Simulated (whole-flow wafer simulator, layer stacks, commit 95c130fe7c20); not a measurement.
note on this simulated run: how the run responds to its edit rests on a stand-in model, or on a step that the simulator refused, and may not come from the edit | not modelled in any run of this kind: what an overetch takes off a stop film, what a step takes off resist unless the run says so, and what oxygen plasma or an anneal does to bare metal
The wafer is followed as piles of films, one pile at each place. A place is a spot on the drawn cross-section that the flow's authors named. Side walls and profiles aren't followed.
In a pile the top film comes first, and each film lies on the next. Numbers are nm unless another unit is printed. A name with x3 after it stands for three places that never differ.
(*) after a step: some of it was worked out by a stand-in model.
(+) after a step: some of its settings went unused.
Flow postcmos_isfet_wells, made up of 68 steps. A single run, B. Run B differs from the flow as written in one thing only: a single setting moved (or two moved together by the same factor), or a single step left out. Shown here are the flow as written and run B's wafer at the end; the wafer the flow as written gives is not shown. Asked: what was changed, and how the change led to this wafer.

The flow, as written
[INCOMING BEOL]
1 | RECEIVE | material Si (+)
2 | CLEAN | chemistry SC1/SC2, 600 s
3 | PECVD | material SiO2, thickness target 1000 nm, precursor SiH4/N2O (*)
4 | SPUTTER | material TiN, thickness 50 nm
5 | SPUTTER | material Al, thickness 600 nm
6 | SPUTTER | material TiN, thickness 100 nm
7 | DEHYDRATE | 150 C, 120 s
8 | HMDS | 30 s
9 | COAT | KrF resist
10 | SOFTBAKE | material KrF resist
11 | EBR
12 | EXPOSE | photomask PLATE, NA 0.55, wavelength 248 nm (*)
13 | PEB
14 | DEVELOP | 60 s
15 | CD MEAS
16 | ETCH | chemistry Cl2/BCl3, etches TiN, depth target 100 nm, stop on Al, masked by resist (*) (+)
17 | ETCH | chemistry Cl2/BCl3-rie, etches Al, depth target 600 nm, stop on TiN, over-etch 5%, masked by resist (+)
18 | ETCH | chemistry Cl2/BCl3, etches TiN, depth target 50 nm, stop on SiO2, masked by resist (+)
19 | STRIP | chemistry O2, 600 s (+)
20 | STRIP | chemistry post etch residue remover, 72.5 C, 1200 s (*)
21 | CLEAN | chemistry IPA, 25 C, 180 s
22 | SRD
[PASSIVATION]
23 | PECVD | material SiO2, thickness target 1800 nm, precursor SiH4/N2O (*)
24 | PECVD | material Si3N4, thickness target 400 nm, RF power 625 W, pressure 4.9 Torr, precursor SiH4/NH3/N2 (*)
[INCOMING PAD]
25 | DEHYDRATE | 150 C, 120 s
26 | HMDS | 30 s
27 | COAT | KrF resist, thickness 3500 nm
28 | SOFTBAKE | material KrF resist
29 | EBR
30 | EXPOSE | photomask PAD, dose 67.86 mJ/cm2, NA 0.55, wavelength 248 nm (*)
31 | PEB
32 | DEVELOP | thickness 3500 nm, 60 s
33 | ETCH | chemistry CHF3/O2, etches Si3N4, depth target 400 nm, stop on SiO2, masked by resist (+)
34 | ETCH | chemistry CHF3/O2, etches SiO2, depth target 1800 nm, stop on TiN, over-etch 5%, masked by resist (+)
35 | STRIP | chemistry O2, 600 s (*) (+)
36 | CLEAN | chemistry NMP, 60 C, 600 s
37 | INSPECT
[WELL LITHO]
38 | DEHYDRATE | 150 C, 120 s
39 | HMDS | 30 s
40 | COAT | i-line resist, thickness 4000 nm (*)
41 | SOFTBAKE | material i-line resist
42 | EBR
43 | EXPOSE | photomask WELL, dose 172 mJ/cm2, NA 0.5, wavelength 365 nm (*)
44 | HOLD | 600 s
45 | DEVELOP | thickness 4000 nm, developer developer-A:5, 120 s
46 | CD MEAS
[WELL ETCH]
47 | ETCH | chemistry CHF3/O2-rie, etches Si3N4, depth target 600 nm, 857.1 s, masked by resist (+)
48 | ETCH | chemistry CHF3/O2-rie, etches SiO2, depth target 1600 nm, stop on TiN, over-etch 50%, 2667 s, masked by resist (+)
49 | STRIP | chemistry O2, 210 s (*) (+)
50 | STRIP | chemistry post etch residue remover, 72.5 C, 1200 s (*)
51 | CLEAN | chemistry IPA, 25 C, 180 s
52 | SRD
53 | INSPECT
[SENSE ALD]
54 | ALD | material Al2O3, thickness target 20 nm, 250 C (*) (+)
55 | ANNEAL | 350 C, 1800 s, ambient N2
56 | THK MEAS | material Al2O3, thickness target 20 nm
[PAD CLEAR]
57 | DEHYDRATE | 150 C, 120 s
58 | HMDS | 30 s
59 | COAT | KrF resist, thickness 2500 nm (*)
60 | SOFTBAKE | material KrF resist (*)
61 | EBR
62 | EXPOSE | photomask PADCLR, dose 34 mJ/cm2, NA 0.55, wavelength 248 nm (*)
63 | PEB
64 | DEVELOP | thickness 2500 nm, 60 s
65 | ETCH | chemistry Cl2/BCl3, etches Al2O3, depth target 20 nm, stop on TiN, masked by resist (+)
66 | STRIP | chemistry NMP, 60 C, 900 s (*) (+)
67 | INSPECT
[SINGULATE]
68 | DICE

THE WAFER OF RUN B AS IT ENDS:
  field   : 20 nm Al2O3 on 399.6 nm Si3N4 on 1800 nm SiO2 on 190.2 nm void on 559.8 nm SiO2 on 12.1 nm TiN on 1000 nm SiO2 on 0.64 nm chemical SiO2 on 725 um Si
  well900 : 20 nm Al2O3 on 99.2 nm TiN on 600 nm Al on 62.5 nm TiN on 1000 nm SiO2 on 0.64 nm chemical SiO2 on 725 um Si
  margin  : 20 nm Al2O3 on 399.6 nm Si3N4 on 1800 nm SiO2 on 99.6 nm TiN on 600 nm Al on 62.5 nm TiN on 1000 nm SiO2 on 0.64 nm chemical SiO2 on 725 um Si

The reason: step 4, SPUTTER: thickness 62.5 nm was run, while the flow as written has thickness 50 nm.
One can read it off the wafer: well900 has TiN 62.5, and step 4 as written asks for 50 nm.

How this came from the change, step by step:
  4 | SPUTTER | material TiN, thickness 50 nm
      field, margin, well900 and 6 more: TiN gains 62.5 (new film) (it would be, as written: TiN gains 50 (new film))
  18 | ETCH | chemistry Cl2/BCl3, etches TiN, depth target 50 nm, stop on SiO2, masked by resist (+)
      field: TiN loses 50 (it would be, as written: TiN loses 50 (all of it))
  23 | PECVD | material SiO2, thickness target 1800 nm, precursor SiH4/N2O (*)
      field: SiO2 gains 1800 (new film), void gains 190.2 (new film), SiO2 gains 559.8 (new film) (it would be, as written: SiO2 gains 1800 (new film), void gains 189.9 (new film), SiO2 gains 559.7)
Taking metal films that touch as one body, field has 1 body; the flow as written gives 0 bodies.
